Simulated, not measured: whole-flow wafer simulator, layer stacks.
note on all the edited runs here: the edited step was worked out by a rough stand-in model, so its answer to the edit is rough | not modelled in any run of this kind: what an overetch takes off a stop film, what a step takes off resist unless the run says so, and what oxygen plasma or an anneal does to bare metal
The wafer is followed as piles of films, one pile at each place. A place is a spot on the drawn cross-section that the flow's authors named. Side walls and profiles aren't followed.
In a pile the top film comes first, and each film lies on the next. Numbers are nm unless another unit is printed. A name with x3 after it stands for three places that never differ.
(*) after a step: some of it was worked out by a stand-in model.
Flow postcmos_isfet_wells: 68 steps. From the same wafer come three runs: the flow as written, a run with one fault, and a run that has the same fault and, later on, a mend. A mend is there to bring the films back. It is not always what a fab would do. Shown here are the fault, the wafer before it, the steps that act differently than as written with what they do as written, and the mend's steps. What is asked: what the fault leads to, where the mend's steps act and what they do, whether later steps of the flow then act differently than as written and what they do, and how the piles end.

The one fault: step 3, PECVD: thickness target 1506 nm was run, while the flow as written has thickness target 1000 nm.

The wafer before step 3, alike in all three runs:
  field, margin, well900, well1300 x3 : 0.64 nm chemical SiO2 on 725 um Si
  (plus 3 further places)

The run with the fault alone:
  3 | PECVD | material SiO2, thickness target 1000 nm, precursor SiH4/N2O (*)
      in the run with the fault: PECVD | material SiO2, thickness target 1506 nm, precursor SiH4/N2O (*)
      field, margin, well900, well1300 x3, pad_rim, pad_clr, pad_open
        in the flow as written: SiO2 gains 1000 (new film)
        in the run with the fault: SiO2 gains 1506 (new film)
  Later steps of the flow that are run all act as written at every place that is followed.
  The piles end different from the flow's at field, margin, well900, well1300 x3, pad_rim, pad_clr, pad_open by more than 2% or 0.5 nm, whichever is larger.
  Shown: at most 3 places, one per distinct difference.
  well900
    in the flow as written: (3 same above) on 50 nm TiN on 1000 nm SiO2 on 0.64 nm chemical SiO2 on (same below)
    in the run with the fault: (3 same above) on 50 nm TiN on 1506 nm SiO2 on 0.64 nm chemical SiO2 on (same below)
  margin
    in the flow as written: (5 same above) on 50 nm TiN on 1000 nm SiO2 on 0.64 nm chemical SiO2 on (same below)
    in the run with the fault: (5 same above) on 50 nm TiN on 1506 nm SiO2 on 0.64 nm chemical SiO2 on (same below)
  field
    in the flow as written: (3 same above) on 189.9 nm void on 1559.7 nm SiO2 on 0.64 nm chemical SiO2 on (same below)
    in the run with the fault: (3 same above) on 189.9 nm void on 2065.7 nm SiO2 on 0.64 nm chemical SiO2 on (same below)

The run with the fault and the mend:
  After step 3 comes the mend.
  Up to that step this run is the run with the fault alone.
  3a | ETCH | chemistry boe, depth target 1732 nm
      field, margin, well900, well1300 x3, pad_rim, pad_clr, pad_open
        SiO2 loses 1506 (all of it), chemical SiO2 loses 0.64 (all of it)
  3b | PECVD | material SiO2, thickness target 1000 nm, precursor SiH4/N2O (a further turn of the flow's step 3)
      field, margin, well900, well1300 x3, pad_rim, pad_clr, pad_open
        SiO2 gains 1000 (new film)
  Later steps of the flow that are run all act as written at every place that is followed.
  The piles end different from the flow's at field, margin, well900, well1300 x3, pad_rim, pad_clr, pad_open by more than 2% or 0.5 nm, whichever is larger.
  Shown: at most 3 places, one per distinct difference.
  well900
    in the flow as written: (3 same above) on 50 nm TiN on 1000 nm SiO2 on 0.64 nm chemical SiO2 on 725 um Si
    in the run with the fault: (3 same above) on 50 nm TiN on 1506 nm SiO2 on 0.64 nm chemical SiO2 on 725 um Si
    in the run with the mend: (3 same above) on 50 nm TiN on 1000 nm SiO2 on 725 um Si
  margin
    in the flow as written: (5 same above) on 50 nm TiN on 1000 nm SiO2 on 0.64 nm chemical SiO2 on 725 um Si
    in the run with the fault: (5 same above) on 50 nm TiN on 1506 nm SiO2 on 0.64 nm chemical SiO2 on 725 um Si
    in the run with the mend: (5 same above) on 50 nm TiN on 1000 nm SiO2 on 725 um Si
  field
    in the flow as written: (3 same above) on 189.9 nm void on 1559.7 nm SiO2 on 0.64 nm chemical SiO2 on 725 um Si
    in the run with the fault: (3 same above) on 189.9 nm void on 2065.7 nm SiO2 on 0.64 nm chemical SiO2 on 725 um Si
    in the run with the mend: (3 same above) on 189.9 nm void on 1559.7 nm SiO2 on 725 um Si
